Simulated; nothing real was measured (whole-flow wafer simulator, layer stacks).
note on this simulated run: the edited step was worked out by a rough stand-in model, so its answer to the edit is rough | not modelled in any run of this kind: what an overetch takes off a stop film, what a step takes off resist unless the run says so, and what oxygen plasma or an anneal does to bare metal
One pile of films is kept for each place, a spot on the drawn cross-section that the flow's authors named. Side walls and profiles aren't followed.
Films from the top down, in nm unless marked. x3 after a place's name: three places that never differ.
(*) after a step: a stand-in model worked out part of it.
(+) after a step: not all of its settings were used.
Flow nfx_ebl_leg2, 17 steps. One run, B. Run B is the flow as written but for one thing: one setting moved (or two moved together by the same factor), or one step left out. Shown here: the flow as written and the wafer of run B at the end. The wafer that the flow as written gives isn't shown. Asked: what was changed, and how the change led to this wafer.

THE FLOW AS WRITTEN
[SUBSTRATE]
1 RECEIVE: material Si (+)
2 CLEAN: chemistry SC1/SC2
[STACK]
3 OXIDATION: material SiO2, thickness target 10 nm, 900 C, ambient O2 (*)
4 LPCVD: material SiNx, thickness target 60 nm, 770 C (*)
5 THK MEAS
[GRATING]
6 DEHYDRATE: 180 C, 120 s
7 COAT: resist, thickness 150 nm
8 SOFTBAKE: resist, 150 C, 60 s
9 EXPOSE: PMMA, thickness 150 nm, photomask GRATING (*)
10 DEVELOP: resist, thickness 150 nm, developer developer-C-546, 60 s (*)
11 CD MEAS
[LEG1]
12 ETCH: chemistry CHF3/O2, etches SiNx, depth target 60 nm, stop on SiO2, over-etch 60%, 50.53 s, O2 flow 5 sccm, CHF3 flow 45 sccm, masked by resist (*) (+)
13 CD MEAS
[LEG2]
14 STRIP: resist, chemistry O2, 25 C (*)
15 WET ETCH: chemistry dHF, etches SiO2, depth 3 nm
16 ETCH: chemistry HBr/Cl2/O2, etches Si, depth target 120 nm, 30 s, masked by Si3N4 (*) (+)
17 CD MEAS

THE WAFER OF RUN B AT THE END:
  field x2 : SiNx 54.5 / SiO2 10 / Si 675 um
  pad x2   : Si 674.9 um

The cause: step 16, ETCH: depth target 96 nm was run, where the flow has depth target 120 nm; step 16, ETCH: 24 s was run, where the flow has 30 s.

How the change led to this, step by step:
  16 ETCH: chemistry HBr/Cl2/O2, etches Si, depth target 120 nm, 30 s, masked by Si3N4 (*) (+)
      field x2: SiNx -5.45 (as written it would be: SiNx -6.82)
      pad x2: Si -96 (as written it would be: Si -120)
